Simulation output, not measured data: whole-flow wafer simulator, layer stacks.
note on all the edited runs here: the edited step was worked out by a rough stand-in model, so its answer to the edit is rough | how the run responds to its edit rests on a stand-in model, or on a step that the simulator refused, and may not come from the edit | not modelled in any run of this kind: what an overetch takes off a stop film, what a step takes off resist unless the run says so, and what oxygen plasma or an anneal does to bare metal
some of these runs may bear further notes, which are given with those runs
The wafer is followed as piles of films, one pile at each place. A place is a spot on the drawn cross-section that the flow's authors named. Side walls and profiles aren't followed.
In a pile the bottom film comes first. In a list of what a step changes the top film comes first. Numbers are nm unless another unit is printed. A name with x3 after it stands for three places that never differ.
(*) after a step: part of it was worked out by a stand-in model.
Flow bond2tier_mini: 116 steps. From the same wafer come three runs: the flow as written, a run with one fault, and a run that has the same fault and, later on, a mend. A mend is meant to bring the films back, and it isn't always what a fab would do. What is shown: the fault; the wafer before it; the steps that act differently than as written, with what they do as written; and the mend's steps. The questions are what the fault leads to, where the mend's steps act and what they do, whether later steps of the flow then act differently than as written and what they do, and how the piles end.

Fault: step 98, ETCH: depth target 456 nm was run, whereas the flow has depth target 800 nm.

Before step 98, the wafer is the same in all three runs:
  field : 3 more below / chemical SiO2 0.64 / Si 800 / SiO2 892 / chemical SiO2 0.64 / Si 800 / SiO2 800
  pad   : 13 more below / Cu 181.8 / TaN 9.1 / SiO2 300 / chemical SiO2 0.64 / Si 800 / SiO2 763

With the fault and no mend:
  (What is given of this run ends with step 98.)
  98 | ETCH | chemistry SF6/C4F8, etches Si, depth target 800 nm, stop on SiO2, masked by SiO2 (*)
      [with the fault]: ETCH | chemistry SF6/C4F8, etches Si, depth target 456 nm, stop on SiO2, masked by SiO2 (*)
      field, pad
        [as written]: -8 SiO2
        [with the fault]: -4.56 SiO2
  The piles after step 98 are only slightly different from the flow's at the places that both follow, by no more than 2% or 0.5 nm, whichever is larger.

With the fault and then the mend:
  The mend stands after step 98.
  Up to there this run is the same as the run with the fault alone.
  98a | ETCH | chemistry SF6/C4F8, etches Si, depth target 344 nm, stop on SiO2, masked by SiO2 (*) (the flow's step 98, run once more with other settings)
      field, pad
        -3.44 SiO2
  None of the later steps of the flow acts differently than as written at any place that is followed.
  At every place that both follow, the piles at the end match the flow's.
